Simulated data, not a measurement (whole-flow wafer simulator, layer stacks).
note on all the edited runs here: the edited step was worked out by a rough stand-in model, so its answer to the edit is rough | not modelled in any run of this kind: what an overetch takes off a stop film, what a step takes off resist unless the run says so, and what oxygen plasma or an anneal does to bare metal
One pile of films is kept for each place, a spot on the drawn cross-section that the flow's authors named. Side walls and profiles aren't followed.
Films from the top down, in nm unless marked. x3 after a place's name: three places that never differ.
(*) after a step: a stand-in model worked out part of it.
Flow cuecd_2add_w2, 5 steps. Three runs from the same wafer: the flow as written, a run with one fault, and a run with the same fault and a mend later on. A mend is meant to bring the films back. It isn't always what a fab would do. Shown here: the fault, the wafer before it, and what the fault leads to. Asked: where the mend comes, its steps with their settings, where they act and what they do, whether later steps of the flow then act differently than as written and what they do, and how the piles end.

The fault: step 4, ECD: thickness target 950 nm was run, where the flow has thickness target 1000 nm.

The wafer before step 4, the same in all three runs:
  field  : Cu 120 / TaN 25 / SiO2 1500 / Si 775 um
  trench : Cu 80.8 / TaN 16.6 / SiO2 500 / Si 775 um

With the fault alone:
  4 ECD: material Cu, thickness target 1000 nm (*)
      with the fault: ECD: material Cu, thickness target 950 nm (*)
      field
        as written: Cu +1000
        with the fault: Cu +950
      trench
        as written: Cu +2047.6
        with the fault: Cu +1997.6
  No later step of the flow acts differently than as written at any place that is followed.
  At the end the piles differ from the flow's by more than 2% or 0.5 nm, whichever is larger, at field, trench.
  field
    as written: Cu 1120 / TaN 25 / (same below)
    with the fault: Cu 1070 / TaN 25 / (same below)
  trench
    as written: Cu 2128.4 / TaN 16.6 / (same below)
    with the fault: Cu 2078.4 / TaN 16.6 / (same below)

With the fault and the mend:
  The mend comes after step 5.
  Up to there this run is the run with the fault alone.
  5a ECD: material Cu, thickness target 50 nm (the flow's step 4 once more, with other settings)
      field, trench
        Cu +50
  No later step of the flow acts differently than as written at any place that is followed.
  At the end the piles are the same as the flow's at every place that both follow.
